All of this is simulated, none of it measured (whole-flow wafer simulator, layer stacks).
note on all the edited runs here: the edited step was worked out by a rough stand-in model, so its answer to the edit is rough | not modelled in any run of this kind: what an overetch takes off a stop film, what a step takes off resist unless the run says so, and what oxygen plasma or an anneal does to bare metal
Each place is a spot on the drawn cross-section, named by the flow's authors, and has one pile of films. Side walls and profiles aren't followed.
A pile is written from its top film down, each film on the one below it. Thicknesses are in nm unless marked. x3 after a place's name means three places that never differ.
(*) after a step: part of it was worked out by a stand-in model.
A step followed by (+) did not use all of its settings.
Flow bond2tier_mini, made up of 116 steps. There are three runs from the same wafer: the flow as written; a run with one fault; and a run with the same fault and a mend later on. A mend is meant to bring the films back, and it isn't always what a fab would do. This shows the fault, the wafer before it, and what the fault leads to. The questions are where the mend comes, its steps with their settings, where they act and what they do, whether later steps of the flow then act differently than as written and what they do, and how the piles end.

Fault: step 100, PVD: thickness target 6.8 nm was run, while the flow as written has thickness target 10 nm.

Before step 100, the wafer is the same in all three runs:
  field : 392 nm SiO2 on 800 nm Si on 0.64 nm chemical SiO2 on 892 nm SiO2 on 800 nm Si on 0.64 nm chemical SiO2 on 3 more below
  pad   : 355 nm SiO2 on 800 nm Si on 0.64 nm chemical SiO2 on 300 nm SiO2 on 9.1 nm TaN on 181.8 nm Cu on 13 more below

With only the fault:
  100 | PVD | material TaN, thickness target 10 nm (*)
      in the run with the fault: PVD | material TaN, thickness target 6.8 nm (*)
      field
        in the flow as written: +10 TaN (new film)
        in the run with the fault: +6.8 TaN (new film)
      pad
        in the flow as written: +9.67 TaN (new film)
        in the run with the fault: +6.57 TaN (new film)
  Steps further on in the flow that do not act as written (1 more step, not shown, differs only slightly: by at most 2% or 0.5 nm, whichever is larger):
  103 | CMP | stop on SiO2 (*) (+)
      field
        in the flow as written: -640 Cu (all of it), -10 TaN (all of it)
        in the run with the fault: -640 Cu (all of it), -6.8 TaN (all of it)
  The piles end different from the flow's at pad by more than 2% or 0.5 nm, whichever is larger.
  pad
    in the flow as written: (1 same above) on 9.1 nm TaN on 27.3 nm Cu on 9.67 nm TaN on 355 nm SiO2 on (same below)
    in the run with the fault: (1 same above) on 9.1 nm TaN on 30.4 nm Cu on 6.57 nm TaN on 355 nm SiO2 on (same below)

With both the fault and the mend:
  The mend follows step 100.
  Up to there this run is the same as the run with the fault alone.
  100a | PVD | material TaN, thickness target 3.2 nm (*) (a further turn of the flow's step 100, with different settings)
      field
        +3.2 TaN
      pad
        +3.09 TaN
  Every later step of the flow that is run acts as written at every place that is followed.
  When the end is reached, the piles differ only a little from the flow's at the places that both follow, at most by 2% or 0.5 nm, whichever is larger.
